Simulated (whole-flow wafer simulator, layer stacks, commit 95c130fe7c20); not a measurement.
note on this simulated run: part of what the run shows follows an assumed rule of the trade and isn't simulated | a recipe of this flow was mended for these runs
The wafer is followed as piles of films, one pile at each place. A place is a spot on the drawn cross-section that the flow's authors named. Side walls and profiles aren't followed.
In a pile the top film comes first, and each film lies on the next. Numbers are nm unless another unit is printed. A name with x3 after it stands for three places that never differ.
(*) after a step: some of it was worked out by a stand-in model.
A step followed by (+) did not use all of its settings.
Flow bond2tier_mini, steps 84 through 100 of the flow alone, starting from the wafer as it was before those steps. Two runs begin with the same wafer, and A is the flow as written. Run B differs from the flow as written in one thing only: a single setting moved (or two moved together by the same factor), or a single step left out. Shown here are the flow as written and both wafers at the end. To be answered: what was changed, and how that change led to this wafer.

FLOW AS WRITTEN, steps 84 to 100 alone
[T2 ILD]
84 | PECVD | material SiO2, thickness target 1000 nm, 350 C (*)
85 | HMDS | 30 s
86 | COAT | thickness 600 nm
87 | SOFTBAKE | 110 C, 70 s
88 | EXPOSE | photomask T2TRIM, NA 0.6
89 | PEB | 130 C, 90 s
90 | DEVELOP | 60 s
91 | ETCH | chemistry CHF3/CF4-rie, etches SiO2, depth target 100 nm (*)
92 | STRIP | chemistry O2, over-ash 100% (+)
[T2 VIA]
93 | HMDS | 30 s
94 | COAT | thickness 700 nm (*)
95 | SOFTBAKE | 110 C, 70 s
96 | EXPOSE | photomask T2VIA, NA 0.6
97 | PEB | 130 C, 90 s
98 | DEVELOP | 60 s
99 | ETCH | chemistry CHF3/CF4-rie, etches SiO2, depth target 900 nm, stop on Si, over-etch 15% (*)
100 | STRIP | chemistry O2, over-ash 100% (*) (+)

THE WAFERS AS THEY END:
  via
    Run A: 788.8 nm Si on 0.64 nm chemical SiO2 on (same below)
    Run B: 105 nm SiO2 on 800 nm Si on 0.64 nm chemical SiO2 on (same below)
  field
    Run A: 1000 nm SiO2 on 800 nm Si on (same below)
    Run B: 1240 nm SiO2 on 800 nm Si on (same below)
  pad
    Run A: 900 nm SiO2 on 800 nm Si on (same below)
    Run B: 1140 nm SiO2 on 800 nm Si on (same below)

Cause: step 84, PECVD: thickness target 1240 nm was run, whereas the flow has thickness target 1000 nm.
The wafer lets one read it off: field has SiO2 1240, and step 84 as written asks for 1000 nm.

Step by step, how the change led to this:
  84 | PECVD | material SiO2, thickness target 1000 nm, 350 C (*)
      field, pad, via: A SiO2 gains 1000 (new film) | B SiO2 gains 1240 (new film)
  99 | ETCH | chemistry CHF3/CF4-rie, etches SiO2, depth target 900 nm, stop on Si, over-etch 15% (*)
      via: A SiO2 loses 900 (all of it), Si loses 11.2 | B SiO2 loses 1035
